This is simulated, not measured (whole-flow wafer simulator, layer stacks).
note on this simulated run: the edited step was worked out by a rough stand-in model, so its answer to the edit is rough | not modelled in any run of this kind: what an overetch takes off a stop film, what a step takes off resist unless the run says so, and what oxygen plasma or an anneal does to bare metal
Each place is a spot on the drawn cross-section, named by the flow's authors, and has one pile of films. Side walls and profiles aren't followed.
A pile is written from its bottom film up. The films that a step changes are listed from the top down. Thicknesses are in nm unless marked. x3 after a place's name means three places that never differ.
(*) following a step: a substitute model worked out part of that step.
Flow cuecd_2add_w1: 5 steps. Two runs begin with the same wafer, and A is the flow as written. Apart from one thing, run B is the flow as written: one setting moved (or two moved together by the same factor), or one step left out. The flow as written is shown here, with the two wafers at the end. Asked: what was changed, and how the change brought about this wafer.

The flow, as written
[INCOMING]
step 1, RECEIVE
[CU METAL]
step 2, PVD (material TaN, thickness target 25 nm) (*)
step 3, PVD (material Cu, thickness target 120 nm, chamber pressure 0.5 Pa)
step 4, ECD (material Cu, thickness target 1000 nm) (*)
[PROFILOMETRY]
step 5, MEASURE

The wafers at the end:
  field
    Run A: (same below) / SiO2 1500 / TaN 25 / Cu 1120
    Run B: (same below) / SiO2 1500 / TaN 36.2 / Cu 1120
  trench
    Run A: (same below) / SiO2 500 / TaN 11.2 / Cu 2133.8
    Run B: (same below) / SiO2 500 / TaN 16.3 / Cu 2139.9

The reason: step 2, PVD: thickness target 36.2 nm was run, whereas the flow has thickness target 25 nm.
The wafer itself shows it: field has TaN 36.2, and step 2 as written asks for 25 nm.

Step by step, how the change led to this:
  step 2, PVD (material TaN, thickness target 25 nm) (*)
      field: A +25 TaN (new film) | B +36.2 TaN (new film)
      trench: A +11.2 TaN (new film) | B +16.3 TaN (new film)
